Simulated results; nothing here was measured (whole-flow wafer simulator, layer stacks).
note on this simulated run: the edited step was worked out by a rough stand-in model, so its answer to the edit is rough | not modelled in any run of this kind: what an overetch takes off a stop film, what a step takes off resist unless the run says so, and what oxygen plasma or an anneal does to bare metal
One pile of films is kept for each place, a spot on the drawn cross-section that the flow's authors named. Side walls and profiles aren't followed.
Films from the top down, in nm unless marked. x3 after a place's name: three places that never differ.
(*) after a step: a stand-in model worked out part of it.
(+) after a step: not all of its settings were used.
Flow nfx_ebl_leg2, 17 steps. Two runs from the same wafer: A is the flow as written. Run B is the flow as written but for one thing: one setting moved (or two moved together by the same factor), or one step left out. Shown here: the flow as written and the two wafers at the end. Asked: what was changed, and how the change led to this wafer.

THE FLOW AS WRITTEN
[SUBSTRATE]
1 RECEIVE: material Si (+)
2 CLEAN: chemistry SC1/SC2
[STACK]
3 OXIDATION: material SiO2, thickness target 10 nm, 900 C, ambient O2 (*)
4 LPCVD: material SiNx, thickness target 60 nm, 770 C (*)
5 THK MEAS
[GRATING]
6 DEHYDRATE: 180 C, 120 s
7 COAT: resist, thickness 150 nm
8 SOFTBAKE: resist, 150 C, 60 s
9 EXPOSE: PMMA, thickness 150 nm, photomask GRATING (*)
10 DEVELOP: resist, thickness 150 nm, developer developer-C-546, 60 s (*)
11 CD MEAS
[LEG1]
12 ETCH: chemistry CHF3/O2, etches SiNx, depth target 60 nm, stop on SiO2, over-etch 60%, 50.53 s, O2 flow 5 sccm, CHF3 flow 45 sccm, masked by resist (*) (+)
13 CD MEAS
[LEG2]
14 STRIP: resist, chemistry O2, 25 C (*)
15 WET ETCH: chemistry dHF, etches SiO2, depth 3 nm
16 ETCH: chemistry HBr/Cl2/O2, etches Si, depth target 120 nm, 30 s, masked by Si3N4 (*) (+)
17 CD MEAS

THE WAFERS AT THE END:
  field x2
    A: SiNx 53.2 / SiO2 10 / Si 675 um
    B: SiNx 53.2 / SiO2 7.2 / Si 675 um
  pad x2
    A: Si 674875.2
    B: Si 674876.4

The cause: step 3, OXIDATION: thickness target 7.2 nm was run, where the flow has thickness target 10 nm.
It can be read off the wafer: field x2 has SiO2 7.2, and step 3 as written asks for 10 nm.

How the change led to this, step by step:
  3 OXIDATION: material SiO2, thickness target 10 nm, 900 C, ambient O2 (*)
      field x2, pad x2: A SiO2 +10 (new film), chemical SiO2 -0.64 (all of it), Si -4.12 | B SiO2 +7.2 (new film), chemical SiO2 -0.64 (all of it), Si -2.88
  12 ETCH: chemistry CHF3/O2, etches SiNx, depth target 60 nm, stop on SiO2, over-etch 60%, 50.53 s, O2 flow 5 sccm, CHF3 flow 45 sccm, masked by resist (*) (+)
      pad x2: A SiNx -60 (all of it), SiO2 -10 (all of it) | B SiNx -60 (all of it), SiO2 -7.2 (all of it)
